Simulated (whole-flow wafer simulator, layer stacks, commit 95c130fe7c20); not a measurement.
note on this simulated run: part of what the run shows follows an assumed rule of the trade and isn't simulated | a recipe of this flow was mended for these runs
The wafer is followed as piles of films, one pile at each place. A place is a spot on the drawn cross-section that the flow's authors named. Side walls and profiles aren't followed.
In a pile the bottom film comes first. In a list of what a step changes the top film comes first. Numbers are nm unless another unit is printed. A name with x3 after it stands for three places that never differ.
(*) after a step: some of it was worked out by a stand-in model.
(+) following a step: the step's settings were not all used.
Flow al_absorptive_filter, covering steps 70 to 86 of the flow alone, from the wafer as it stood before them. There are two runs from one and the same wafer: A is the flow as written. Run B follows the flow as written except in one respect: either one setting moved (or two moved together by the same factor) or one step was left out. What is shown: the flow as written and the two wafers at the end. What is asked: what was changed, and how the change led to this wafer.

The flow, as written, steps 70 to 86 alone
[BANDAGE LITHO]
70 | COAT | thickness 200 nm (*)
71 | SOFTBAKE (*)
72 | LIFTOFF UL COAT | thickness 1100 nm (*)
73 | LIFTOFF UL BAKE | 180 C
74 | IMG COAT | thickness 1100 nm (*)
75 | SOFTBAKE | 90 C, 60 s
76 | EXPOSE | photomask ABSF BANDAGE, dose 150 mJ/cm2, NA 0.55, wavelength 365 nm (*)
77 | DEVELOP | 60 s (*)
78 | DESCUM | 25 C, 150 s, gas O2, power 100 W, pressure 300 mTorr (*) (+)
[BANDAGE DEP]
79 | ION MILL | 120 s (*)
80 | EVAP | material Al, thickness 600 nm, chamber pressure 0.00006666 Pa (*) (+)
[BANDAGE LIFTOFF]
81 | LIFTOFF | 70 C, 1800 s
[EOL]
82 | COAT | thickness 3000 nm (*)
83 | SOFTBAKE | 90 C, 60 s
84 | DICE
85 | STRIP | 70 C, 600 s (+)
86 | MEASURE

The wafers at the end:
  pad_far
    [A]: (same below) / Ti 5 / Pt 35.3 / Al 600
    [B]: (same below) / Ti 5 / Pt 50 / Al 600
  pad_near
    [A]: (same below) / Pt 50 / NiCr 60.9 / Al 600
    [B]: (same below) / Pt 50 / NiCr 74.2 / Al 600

Cause: step 79, ION MILL: 120 s (*), was skipped.

The path from the change to this, step by step:
  81 | LIFTOFF | 70 C, 1800 s
      xa_strip: A -600 Al (all of it), -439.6 i-line-resist (all of it), -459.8 lift-off-underlayer (all of it), -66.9 acrylic-e-beam-resist (all of it) | B -600 Al (all of it), -450.3 i-line-resist (all of it), -459.8 lift-off-underlayer (all of it), -66.9 acrylic-e-beam-resist (all of it)
  83 | SOFTBAKE | 90 C, 60 s
      pad_far: A -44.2 i-line-resist | B -45.3 i-line-resist
      pad_near: A -41.1 i-line-resist | B -42 i-line-resist
